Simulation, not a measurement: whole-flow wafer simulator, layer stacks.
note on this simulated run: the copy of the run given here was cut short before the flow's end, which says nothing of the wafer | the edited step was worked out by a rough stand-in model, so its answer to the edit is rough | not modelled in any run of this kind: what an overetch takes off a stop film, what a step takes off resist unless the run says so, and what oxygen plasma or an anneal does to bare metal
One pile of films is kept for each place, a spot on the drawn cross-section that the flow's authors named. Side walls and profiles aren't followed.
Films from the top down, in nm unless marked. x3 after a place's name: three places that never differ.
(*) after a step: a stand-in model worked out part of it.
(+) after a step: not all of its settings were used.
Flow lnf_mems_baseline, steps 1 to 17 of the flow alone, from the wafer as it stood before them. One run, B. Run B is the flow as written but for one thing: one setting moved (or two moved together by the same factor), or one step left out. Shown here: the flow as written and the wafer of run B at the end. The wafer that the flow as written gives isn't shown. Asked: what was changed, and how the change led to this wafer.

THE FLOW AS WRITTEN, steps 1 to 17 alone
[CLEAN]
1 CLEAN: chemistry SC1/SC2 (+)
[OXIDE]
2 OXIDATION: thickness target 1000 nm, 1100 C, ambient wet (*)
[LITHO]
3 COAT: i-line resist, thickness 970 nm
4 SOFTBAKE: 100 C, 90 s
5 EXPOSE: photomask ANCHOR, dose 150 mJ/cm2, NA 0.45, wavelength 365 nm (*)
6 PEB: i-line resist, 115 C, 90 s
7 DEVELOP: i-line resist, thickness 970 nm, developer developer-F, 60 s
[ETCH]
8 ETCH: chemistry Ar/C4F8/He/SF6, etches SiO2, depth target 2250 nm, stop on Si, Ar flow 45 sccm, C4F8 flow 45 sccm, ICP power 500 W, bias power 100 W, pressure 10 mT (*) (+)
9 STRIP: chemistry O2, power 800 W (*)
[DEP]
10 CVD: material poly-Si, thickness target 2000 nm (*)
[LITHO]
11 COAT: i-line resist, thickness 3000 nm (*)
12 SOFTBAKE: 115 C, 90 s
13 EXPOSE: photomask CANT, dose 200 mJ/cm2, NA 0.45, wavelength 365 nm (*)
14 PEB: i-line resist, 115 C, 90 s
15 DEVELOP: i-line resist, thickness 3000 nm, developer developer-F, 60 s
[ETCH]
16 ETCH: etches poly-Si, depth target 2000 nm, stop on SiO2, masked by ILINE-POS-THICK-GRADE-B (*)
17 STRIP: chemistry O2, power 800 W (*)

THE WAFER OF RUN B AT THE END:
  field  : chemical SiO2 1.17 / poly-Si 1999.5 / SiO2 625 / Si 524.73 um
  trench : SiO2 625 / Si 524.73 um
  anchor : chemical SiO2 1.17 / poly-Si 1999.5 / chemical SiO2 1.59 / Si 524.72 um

The cause: step 2, OXIDATION: thickness target 625 nm was run, where the flow has thickness target 1000 nm.
It can be read off the wafer: field has SiO2 625, and step 2 as written asks for 1000 nm.

How the change led to this, step by step:
  2 OXIDATION: thickness target 1000 nm, 1100 C, ambient wet (*)
      field, anchor, beam, trench, char_slit: SiO2 +625 (new film), chemical SiO2 -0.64 (all of it), Si -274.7 (as written it would be: SiO2 +1000 (new film), chemical SiO2 -0.64 (all of it), Si -439.7)
  8 ETCH: chemistry Ar/C4F8/He/SF6, etches SiO2, depth target 2250 nm, stop on Si, Ar flow 45 sccm, C4F8 flow 45 sccm, ICP power 500 W, bias power 100 W, pressure 10 mT (*) (+)
      field, beam, trench, char_slit: i-line resist -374 (as written it would be: i-line resist -561.5)
      anchor: SiO2 -625 (all of it) (as written it would be: SiO2 -1000 (all of it))
  9 STRIP: chemistry O2, power 800 W (*)
      field, beam, trench, char_slit: i-line resist -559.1 (all of it) (as written it would be: i-line resist -371.6 (all of it))
  10 CVD: material poly-Si, thickness target 2000 nm (*)
      anchor: poly-Si +2000 (new film) (as written it would be: poly-Si +2322 (new film))
  14 PEB: i-line resist, 115 C, 90 s
      anchor: i-line resist -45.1 (as written it would be: i-line resist -46.1)
